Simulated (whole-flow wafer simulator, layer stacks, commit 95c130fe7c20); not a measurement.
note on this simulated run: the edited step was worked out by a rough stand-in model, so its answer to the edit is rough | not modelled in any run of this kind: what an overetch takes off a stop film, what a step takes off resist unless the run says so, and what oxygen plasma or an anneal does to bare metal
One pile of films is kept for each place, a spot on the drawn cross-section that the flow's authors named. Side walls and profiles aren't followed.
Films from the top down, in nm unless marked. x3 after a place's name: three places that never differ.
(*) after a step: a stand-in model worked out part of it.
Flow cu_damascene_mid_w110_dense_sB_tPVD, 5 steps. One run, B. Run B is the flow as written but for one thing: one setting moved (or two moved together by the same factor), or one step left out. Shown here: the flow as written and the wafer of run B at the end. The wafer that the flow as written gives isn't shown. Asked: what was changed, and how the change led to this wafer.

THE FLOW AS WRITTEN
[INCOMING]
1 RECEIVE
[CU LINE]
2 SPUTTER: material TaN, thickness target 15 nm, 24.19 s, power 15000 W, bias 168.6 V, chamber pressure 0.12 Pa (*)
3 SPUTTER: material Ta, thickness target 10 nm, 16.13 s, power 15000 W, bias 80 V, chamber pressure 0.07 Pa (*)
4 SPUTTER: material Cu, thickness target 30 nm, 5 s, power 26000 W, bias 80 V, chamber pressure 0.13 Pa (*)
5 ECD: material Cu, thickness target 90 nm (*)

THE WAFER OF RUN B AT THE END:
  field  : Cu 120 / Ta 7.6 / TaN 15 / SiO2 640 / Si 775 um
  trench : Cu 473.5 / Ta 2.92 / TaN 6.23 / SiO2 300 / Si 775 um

The cause: step 3, SPUTTER: power 11400 W was run, where the flow has power 15000 W.

How the change led to this, step by step:
  3 SPUTTER: material Ta, thickness target 10 nm, 16.13 s, power 15000 W, bias 80 V, chamber pressure 0.07 Pa (*)
      field: Ta +7.6 (new film) (as written it would be: Ta +10 (new film))
      trench: Ta +2.92 (new film) (as written it would be: Ta +4.05 (new film))
